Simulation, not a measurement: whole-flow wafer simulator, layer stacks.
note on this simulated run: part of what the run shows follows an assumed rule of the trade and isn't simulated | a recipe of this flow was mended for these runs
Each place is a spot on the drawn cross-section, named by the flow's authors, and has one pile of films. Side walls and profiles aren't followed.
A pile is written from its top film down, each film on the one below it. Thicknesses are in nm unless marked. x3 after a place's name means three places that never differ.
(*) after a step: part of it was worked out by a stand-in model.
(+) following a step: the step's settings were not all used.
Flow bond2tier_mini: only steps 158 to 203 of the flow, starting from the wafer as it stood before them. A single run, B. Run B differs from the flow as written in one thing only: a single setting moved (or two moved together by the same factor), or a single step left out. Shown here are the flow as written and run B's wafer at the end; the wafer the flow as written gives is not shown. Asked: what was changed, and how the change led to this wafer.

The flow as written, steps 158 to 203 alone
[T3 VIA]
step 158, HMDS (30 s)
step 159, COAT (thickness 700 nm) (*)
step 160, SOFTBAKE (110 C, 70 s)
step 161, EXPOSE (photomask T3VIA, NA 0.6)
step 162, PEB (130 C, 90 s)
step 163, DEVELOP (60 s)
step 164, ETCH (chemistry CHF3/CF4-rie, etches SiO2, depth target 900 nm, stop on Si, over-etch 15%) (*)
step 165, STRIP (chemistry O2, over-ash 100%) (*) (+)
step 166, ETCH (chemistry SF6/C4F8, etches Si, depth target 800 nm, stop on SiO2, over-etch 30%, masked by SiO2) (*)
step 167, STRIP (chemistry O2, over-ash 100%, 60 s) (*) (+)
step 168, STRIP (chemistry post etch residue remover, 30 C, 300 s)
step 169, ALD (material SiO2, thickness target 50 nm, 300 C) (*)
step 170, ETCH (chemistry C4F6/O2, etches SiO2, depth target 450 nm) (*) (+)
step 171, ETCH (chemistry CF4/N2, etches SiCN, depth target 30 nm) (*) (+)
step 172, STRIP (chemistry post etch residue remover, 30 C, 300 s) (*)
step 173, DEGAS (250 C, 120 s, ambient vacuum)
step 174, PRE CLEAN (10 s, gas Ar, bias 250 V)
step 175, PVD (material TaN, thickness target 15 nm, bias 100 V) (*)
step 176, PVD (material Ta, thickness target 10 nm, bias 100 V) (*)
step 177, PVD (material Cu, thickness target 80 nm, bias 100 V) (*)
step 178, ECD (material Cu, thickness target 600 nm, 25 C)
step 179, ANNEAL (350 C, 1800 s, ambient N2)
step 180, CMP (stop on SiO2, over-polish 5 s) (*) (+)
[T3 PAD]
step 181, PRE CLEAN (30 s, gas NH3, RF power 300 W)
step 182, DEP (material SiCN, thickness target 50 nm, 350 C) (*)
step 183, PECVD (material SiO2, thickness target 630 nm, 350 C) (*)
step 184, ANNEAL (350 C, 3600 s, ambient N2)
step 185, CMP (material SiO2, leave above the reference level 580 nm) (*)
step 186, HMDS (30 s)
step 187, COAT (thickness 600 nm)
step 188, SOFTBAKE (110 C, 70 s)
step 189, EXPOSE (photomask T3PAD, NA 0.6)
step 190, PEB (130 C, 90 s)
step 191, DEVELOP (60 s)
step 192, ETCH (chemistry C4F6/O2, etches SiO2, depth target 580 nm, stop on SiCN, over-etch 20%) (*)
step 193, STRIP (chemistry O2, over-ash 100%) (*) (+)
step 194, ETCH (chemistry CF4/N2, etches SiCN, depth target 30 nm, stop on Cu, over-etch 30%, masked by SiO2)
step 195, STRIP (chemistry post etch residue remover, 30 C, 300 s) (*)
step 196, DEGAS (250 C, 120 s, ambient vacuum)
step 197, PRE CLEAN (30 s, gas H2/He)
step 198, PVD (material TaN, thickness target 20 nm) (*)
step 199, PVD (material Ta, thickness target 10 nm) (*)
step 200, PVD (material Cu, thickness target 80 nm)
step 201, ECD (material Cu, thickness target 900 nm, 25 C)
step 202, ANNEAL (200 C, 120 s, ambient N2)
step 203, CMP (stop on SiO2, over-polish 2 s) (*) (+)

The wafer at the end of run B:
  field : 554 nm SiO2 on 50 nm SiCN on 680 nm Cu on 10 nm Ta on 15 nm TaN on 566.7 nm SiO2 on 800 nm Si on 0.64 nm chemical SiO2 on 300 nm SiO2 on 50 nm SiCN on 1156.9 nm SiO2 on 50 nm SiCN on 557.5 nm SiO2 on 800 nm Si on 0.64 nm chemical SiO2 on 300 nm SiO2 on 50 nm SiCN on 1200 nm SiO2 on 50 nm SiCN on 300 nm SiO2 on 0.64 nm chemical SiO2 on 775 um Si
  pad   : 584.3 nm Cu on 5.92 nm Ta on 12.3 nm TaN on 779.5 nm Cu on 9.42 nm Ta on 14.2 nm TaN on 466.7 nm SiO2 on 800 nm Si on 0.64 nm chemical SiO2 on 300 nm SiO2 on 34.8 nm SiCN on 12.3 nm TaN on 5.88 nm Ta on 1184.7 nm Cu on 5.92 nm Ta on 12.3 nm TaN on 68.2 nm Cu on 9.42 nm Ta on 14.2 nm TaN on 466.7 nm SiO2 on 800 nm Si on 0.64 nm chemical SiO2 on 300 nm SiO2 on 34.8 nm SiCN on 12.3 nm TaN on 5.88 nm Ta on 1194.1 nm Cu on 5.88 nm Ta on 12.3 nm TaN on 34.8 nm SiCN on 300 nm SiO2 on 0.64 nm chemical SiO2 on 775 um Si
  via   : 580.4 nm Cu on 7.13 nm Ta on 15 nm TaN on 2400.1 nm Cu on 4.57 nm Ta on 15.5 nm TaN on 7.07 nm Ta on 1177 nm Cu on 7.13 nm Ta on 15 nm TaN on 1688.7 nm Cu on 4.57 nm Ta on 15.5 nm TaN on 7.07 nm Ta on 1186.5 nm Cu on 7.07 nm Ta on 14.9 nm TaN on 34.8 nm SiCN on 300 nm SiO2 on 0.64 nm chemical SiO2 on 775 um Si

What caused this: step 180, CMP: stop on SiO2, over-polish 5 s (*) (+), was skipped.

Step by step, how the change led to this:
  step 185, CMP (material SiO2, leave above the reference level 580 nm) (*)
      field: SiO2 loses 50 (in the flow as written it would be: SiO2 loses 47.1)
If metal films that touch count as one body, field has 1 body; the flow as written gives 0 bodies.
